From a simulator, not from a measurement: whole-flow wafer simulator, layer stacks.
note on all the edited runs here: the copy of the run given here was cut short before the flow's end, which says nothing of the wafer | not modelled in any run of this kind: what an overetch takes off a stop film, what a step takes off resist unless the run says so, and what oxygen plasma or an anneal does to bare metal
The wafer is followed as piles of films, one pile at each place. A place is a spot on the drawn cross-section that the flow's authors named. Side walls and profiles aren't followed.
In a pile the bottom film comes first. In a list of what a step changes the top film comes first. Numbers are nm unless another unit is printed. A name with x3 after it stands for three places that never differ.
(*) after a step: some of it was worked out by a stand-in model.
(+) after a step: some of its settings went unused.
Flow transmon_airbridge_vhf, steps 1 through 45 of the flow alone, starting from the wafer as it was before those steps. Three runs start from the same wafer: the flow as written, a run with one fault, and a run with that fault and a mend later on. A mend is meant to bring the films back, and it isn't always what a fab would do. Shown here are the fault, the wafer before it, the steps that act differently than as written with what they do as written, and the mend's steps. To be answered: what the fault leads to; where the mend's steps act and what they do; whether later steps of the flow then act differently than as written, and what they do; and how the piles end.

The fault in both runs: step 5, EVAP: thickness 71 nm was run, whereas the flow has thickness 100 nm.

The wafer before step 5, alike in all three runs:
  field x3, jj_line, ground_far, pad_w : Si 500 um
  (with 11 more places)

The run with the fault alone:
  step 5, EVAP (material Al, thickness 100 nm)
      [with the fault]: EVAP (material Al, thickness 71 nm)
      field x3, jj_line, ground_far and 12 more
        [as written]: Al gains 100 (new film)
        [with the fault]: Al gains 71 (new film)
  Later steps of the flow acting differently than as written (17 more steps, not shown, differ only slightly: by at most 2% or 0.5 nm, whichever is larger):
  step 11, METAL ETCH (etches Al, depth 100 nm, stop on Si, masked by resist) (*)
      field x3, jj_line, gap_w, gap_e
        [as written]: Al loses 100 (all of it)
        [with the fault]: Al loses 71 (all of it)
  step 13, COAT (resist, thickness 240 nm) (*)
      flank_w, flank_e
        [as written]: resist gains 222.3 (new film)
        [with the fault]: resist gains 227 (new film)
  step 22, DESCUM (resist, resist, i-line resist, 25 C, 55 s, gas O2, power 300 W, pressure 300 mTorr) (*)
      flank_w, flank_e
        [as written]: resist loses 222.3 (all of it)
        [with the fault]: resist loses 227 (all of it)
  The piles end different from the flow's at ground_far, pad_w, flank_w and 8 more by more than 2% or 0.5 nm, whichever is larger.
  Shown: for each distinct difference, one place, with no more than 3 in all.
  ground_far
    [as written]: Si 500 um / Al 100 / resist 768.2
    [with the fault]: Si 500 um / Al 71 / resist 768.2
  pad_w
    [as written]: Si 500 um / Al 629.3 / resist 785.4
    [with the fault]: Si 500 um / Al 600.3 / resist 785.8
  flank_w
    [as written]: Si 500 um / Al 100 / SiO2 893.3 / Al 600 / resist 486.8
    [with the fault]: Si 500 um / Al 71 / SiO2 893.2 / Al 600 / resist 492.2

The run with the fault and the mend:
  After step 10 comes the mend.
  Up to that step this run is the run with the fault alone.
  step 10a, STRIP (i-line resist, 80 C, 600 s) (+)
      ground_far, pad_w, flank_w and 8 more
        i-line resist loses 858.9 (all of it)
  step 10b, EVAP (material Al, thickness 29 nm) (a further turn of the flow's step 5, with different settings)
      field x3, jj_line, ground_far and 12 more
        Al gains 29
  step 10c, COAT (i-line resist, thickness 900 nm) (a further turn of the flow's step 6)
      field x3, jj_line, ground_far and 12 more
        i-line resist gains 900 (new film)
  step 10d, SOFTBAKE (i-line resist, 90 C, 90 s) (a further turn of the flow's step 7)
      does not change any film at any place that is followed
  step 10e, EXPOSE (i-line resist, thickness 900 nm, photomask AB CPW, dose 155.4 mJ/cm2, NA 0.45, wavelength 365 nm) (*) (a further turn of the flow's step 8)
      does not change any film at any place that is followed
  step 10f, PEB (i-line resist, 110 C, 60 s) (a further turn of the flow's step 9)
      field x3, jj_line, ground_far and 12 more
        i-line resist loses 41
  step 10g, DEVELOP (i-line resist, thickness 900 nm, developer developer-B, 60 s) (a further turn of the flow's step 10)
      ground_far, pad_w, flank_w and 8 more
        i-line resist loses 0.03
      field x3, jj_line, gap_w, gap_e
        i-line resist loses 859 (all of it)
  Every later step of the flow that is run acts as written at every place that is followed.
  At every place that both follow, the piles at the end match the flow's.
